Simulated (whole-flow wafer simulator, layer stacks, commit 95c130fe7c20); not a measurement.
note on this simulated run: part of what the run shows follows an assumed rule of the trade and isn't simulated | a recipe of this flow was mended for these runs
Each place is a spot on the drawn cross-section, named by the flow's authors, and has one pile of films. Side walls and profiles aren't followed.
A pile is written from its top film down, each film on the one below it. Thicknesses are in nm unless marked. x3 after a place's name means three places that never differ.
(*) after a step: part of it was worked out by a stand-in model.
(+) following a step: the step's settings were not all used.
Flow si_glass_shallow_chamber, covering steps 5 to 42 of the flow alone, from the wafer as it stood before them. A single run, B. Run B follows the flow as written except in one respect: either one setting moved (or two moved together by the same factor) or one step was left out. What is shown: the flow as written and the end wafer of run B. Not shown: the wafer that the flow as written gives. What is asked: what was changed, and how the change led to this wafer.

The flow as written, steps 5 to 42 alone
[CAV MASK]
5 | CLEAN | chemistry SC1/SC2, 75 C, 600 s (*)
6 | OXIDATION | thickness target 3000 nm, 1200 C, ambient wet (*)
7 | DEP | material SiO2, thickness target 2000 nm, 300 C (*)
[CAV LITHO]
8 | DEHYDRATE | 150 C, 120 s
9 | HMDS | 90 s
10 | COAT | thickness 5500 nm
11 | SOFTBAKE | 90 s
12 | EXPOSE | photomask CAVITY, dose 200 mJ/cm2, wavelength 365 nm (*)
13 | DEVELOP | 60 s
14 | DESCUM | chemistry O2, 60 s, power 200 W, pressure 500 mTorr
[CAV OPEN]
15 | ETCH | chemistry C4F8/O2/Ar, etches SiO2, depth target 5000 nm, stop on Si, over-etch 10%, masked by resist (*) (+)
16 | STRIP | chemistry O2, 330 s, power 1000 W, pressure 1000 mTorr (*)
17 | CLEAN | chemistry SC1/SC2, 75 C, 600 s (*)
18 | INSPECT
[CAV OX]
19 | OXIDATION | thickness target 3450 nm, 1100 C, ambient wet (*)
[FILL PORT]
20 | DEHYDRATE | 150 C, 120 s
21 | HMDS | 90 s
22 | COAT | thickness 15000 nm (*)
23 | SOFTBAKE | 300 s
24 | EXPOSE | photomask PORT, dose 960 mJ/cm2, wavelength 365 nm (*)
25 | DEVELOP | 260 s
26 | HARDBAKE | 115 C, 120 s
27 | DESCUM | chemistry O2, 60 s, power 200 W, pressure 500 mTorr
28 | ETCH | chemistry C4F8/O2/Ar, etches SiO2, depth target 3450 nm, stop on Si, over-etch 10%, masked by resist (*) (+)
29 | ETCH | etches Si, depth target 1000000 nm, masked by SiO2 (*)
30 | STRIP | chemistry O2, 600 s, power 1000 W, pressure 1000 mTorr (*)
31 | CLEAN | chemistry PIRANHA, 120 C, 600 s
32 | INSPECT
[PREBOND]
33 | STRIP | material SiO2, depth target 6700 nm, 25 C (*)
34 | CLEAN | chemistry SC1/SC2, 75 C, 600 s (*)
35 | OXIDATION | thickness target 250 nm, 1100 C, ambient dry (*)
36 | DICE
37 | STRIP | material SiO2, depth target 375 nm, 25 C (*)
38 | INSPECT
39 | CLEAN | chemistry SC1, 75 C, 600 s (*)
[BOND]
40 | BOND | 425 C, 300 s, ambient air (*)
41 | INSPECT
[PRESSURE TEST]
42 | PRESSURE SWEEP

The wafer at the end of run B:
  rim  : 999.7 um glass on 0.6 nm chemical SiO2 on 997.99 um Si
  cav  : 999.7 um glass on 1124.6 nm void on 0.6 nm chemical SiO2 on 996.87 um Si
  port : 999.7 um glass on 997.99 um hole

The reason: step 7, DEP: thickness target 1200 nm was run, though the flow has thickness target 2000 nm.

The path from the change to this, step by step:
  7 | DEP | material SiO2, thickness target 2000 nm, 300 C (*)
      rim, ramp, cav, port, septum, ring: +1200 SiO2 (as written it would have been: +2000 SiO2)
  15 | ETCH | chemistry C4F8/O2/Ar, etches SiO2, depth target 5000 nm, stop on Si, over-etch 10%, masked by resist (*) (+)
      rim, ramp, septum, ring: -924 thick-i-line-resist (as written it would have been: -1100 thick-i-line-resist)
      cav, port: -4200 SiO2 (all of it), -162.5 Si (as written it would have been: -5000 SiO2 (all of it), -62.5 Si)
  16 | STRIP | chemistry O2, 330 s, power 1000 W, pressure 1000 mTorr (*)
      rim, ramp, septum, ring: -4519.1 thick-i-line-resist (all of it) (as written it would have been: -4343.1 thick-i-line-resist (all of it))
  19 | OXIDATION | thickness target 3450 nm, 1100 C, ambient wet (*)
      rim, ramp, septum, ring: +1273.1 SiO2, -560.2 Si (as written it would have been: +1110.9 SiO2, -488.8 Si)
  22 | COAT | thickness 15000 nm (*)
      rim: +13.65 um thick-i-line-resist (new film) (as written it would have been: +13.4 um thick-i-line-resist (new film))
      ramp: +13.22 um thick-i-line-resist (new film) (as written it would have been: +12.89 um thick-i-line-resist (new film))
      (as well as at 4 more places)
  23 | SOFTBAKE | 300 s
      rim: -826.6 thick-i-line-resist (as written it would have been: -997 thick-i-line-resist)
      ramp: -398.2 thick-i-line-resist (as written it would have been: -487.1 thick-i-line-resist)
      (as well as at 4 more places)
  25 | DEVELOP | 260 s
      port: -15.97 um thick-i-line-resist (all of it) (as written it would have been: -16.16 um thick-i-line-resist (all of it))
  26 | HARDBAKE | 115 C, 120 s
      rim, ramp: -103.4 thick-i-line-resist (as written it would have been: -98.2 thick-i-line-resist)
  29 | ETCH | etches Si, depth target 1000000 nm, masked by SiO2 (*)
      rim, ramp: -11.89 um thick-i-line-resist (all of it), -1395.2 SiO2 (as written it would have been: -11.47 um thick-i-line-resist (all of it), -1617.3 SiO2)
      port: +996.95 um hole (new film), -996.95 um Si (all of it) (as written it would have been: +997.05 um hole (new film), -997.05 um Si (all of it))
      (as well as at 2 more places)
  30 | STRIP | chemistry O2, 600 s, power 1000 W, pressure 1000 mTorr (*)
      cav: -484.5 thick-i-line-resist (all of it) (as written it would have been: -669.6 thick-i-line-resist (all of it))
  33 | STRIP | material SiO2, depth target 6700 nm, 25 C (*)
      rim, ramp: -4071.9 SiO2 (all of it) (as written it would have been: -4487.5 SiO2 (all of it))
      septum: -5113.7 SiO2 (all of it) (as written it would have been: -5732.1 SiO2 (all of it))
      (as well as at 1 more place)
  40 | BOND | 425 C, 300 s, ambient air (*)
      cav: +999.7 um glass (new film), +1124.6 void (new film) (as written it would have been: +999.7 um glass (new film), +1095.9 void (new film))
      port: +999.7 um glass (new film), +1045.9 hole (as written it would have been: +999.7 um glass (new film), +1017.3 hole)
